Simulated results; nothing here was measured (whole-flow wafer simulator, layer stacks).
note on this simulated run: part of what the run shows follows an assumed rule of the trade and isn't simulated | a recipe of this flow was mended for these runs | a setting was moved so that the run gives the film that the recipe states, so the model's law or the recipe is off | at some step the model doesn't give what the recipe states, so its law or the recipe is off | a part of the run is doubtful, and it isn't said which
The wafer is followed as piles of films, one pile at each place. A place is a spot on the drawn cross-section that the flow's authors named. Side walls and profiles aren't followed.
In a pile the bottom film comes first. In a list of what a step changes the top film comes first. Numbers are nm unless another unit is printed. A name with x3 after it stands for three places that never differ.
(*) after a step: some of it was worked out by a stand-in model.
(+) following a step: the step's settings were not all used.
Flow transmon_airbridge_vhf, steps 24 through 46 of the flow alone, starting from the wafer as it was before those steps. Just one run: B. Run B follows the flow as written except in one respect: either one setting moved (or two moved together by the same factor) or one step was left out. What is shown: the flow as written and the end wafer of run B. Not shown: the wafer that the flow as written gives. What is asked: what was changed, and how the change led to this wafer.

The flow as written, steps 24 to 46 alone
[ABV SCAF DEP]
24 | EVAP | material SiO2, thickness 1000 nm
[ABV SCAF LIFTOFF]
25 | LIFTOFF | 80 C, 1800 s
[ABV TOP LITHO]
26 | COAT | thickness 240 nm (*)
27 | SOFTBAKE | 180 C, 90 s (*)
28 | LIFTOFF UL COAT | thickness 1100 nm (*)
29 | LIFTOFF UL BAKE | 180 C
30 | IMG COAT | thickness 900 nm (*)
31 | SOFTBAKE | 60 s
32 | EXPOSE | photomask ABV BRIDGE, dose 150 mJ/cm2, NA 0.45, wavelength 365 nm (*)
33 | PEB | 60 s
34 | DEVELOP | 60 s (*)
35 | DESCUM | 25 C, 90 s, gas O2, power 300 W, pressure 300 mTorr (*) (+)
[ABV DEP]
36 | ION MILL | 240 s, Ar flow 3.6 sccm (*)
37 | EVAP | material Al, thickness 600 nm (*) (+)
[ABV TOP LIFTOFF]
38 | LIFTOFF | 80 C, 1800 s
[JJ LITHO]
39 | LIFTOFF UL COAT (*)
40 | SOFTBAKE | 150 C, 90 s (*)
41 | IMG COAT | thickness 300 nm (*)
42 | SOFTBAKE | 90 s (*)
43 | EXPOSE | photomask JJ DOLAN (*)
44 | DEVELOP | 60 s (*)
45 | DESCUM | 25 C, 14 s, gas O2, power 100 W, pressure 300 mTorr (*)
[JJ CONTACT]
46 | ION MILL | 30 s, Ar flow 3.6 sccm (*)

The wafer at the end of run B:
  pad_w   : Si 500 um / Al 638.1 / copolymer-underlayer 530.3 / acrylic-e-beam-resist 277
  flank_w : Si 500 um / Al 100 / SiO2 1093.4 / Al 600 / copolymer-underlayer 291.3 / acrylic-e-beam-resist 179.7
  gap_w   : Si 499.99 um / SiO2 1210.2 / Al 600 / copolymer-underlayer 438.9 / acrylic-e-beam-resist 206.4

The reason: step 24, EVAP: thickness 1240 nm was run, while the flow as written has thickness 1000 nm; step 36, ION MILL: 298 s was run, where the flow has 240 s.

How this came from the change, step by step:
  24 | EVAP | material SiO2, thickness 1000 nm
      field x3, jj_line, ground_far and 10 more: SiO2 gains 1240 (new film) (it would be, as written: SiO2 gains 1000 (new film))
      flank_w, flank_e: SiO2 gains 1123.2 (new film) (it would be, as written: SiO2 gains 905.8 (new film))
  25 | LIFTOFF | 80 C, 1800 s
      field x3, jj_line, trace_open_s x2: SiO2 loses 1240 (all of it), i-line-resist loses 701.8 (all of it), lift-off-underlayer loses 1100 (all of it), acrylic-e-beam-resist loses 240 (all of it) (it would be, as written: SiO2 loses 1000 (all of it), i-line-resist loses 701.8 (all of it), lift-off-underlayer loses 1100 (all of it), acrylic-e-beam-resist loses 240 (all of it))
      pad_w, pad_e: SiO2 loses 1240 (all of it), i-line-resist loses 696.3 (all of it), lift-off-underlayer loses 1089.9 (all of it), acrylic-e-beam-resist loses 239.3 (all of it) (it would be, as written: SiO2 loses 1000 (all of it), i-line-resist loses 696.3 (all of it), lift-off-underlayer loses 1089.9 (all of it), acrylic-e-beam-resist loses 239.3 (all of it))
      (also at 1 further place)
  26 | COAT | thickness 240 nm (*)
      flank_w, flank_e: acrylic-e-beam-resist gains 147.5 (new film) (it would be, as written: acrylic-e-beam-resist gains 155.2 (new film))
      gap_w, gap_e: acrylic-e-beam-resist gains 200.6 (new film) (it would be, as written: acrylic-e-beam-resist gains 211.2 (new film))
      (also at 6 further places)
  28 | LIFTOFF UL COAT | thickness 1100 nm (*)
      gap_w, gap_e: lift-off-underlayer gains 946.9 (new film) (it would be, as written: lift-off-underlayer gains 979.6 (new film))
      margin_s, margin_n: lift-off-underlayer gains 769.8 (new film) (it would be, as written: lift-off-underlayer gains 823.4 (new film))
      (also at 6 further places)
  30 | IMG COAT | thickness 900 nm (*)
      gap_w, gap_e: i-line-resist gains 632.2 (new film) (it would be, as written: i-line-resist gains 685.3 (new film))
      margin_s, margin_n: i-line-resist gains 527.2 (new film) (it would be, as written: i-line-resist gains 603.2 (new film))
      (also at 7 further places)
  33 | PEB | 60 s
      flank_w, flank_e: i-line-resist loses 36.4 (it would be, as written: i-line-resist loses 38.8)
      gap_w, gap_e: i-line-resist loses 32.2 (it would be, as written: i-line-resist loses 35)
      (also at 7 further places)
  34 | DEVELOP | 60 s (*)
      gap_w, gap_e: i-line-resist loses 599.9 (all of it), lift-off-underlayer loses 946.9 (all of it) (it would be, as written: i-line-resist loses 650.2 (all of it), lift-off-underlayer loses 979.6 (all of it))
      pad_w: i-line-resist loses 957.1 (all of it), lift-off-underlayer loses 1283.4 (all of it) (it would be, as written: i-line-resist loses 937.3 (all of it), lift-off-underlayer loses 1246.2 (all of it))
      (also at 5 further places)
  35 | DESCUM | 25 C, 90 s, gas O2, power 300 W, pressure 300 mTorr (*) (+)
      field x3, jj_line, ground_far, trace_open_s x2, margin_s, margin_n: i-line-resist loses 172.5 (it would be, as written: i-line-resist loses 167.2)
      flank_w, flank_e: acrylic-e-beam-resist loses 147.5 (all of it) (it would be, as written: acrylic-e-beam-resist loses 155.2 (all of it))
      (also at 6 further places)
  36 | ION MILL | 240 s, Ar flow 3.6 sccm (*)
      field x3, jj_line, ground_far, trace_open_s x2, margin_s, margin_n: i-line-resist loses 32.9 (it would be, as written: i-line-resist loses 26.5)
      flank_w, gap_w, cpw_trace, gap_e, flank_e, bridge_strip: SiO2 loses 29.8 (it would be, as written: SiO2 loses 24)
      (also at 2 further places)
  38 | LIFTOFF | 80 C, 1800 s
      margin_s, margin_n: Al loses 600 (all of it), i-line-resist loses 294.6 (all of it), lift-off-underlayer loses 769.8 (all of it), acrylic-e-beam-resist loses 155.2 (all of it) (it would be, as written: Al loses 600 (all of it), i-line-resist loses 378.2 (all of it), lift-off-underlayer loses 823.4 (all of it), acrylic-e-beam-resist loses 168.6 (all of it))
      ground_far: Al loses 600 (all of it), i-line-resist loses 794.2 (all of it), lift-off-underlayer loses 1140.1 (all of it), acrylic-e-beam-resist loses 251.6 (all of it) (it would be, as written: Al loses 600 (all of it), i-line-resist loses 776.6 (all of it), lift-off-underlayer loses 1134.8 (all of it), acrylic-e-beam-resist loses 250.1 (all of it))
  39 | LIFTOFF UL COAT (*)
      pad_w, pad_e: copolymer-underlayer gains 530.3 (new film) (it would be, as written: copolymer-underlayer gains 513.6 (new film))
      flank_w, flank_e: copolymer-underlayer gains 291.3 (new film) (it would be, as written: copolymer-underlayer gains 308 (new film))
      (also at 6 further places)
  41 | IMG COAT | thickness 300 nm (*)
      pad_w, pad_e: acrylic-e-beam-resist gains 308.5 (new film) (it would be, as written: acrylic-e-beam-resist gains 300.2 (new film))
      flank_w, flank_e: acrylic-e-beam-resist gains 211.2 (new film) (it would be, as written: acrylic-e-beam-resist gains 217.1 (new film))
      (also at 6 further places)
